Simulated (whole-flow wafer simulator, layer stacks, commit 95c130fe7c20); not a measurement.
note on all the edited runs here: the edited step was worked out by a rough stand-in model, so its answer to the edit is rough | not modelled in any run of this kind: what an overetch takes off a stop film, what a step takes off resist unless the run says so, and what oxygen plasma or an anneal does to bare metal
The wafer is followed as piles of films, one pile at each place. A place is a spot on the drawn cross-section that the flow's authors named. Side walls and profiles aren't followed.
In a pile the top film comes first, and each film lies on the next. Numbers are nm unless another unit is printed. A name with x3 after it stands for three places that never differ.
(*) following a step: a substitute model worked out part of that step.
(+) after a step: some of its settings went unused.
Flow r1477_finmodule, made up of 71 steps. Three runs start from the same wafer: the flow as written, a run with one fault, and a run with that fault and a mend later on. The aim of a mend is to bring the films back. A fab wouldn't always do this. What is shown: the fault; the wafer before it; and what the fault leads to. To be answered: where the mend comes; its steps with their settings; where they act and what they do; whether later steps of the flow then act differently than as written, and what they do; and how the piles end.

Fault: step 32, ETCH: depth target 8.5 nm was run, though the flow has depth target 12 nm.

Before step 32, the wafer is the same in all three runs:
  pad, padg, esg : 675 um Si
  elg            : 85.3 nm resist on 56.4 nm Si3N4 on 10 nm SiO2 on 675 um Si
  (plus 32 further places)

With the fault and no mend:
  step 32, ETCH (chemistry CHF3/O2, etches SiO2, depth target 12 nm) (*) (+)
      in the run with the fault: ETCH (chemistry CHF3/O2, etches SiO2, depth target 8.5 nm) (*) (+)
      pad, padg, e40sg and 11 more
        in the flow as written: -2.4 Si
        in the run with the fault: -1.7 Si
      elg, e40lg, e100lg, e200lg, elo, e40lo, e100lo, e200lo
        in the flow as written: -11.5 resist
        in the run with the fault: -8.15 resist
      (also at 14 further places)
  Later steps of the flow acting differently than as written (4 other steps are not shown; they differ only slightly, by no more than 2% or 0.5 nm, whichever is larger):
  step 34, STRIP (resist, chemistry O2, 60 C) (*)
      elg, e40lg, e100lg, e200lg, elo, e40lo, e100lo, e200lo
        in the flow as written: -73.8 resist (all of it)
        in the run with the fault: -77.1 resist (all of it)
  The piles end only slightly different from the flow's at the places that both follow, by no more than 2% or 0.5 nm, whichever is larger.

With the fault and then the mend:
  After step 32 comes the mend.
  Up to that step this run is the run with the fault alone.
  step 32a, ETCH (chemistry CHF3/O2, etches SiO2, depth target 3.5 nm) (*) (the flow's step 32 again, with other settings)
      pad, padg, e40sg and 11 more
        -0.7 Si
      elg, e40lg, e100lg, e200lg, elo, e40lo, e100lo, e200lo
        -3.35 resist
      s40sg_line, s45sg_line, s50sg_line, s40so_line, s45so_line, s50so_line
        -3.5 SiO2
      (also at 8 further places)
  Every later step of the flow that is run acts as written, at every place that is followed, to within 2% or 0.5 nm, whichever is larger.
  The piles end only slightly different from the flow's at the places that both follow, by no more than 2% or 0.5 nm, whichever is larger.
